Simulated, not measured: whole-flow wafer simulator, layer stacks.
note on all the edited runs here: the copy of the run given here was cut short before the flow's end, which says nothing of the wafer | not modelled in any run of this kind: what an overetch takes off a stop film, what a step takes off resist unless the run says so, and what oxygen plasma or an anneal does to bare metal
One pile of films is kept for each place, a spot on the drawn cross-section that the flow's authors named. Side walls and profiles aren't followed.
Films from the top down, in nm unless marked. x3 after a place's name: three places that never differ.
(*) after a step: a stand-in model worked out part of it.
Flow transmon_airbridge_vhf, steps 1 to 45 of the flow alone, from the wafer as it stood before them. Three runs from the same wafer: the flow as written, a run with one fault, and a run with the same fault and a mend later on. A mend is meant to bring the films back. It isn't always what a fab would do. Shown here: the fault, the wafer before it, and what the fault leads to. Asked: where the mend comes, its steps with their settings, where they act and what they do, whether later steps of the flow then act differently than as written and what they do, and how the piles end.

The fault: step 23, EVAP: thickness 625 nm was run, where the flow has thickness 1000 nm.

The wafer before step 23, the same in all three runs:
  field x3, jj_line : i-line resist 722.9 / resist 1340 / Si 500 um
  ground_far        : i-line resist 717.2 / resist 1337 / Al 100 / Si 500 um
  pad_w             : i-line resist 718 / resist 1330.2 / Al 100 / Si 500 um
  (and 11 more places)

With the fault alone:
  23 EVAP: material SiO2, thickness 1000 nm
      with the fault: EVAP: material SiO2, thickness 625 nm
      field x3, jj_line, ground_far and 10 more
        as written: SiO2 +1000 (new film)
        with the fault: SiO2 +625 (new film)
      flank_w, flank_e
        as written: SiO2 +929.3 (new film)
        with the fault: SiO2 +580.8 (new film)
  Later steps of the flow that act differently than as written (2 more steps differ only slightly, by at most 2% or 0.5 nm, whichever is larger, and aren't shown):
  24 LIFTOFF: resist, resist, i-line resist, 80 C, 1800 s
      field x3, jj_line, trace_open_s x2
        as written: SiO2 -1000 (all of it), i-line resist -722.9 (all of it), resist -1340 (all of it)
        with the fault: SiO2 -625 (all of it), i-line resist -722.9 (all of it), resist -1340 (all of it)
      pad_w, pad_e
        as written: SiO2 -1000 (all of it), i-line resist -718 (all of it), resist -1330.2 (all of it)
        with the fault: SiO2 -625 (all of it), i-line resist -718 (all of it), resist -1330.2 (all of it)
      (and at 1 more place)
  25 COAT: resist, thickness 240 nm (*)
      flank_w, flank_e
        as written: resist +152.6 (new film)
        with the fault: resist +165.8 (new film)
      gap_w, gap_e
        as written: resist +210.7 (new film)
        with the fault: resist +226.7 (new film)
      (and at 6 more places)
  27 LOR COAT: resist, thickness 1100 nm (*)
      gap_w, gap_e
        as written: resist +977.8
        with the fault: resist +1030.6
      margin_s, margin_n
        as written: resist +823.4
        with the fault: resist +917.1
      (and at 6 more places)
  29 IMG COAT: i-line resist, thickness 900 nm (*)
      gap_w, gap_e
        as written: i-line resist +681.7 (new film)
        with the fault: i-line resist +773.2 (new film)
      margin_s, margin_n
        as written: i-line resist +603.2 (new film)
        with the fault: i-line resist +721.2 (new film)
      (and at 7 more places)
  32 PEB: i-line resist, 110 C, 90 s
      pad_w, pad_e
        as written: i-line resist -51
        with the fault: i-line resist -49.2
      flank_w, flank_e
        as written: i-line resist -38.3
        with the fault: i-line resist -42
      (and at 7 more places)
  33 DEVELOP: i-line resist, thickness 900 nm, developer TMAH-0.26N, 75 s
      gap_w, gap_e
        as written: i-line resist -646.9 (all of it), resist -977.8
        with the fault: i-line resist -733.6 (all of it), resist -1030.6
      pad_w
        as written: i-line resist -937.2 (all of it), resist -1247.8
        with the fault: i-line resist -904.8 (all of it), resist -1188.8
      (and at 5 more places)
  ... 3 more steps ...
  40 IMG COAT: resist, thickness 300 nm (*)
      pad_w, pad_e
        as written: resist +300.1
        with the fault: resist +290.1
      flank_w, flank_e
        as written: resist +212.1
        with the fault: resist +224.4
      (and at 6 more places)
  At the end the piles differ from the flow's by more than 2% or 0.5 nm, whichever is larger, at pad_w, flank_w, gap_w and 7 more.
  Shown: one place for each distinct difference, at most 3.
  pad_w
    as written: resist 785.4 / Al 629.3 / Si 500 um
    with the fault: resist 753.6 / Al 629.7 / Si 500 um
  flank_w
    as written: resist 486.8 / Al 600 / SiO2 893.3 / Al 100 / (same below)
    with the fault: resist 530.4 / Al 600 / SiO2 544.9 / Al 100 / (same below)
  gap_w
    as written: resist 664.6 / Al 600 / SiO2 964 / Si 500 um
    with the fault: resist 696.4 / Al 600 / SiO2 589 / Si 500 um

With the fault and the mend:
  The mend comes after step 23.
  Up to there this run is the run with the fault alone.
  23a EVAP: material SiO2, thickness 375 nm (the flow's step 23 once more, with other settings)
      field x3, jj_line, ground_far and 10 more
        SiO2 +375
      flank_w, flank_e
        SiO2 +348.9
  No later step of the flow acts differently than as written, at any place that is followed, by more than 2% or 0.5 nm, whichever is larger.
  At the end the piles differ from the flow's only slightly at the places that both follow, by at most 2% or 0.5 nm, whichever is larger.
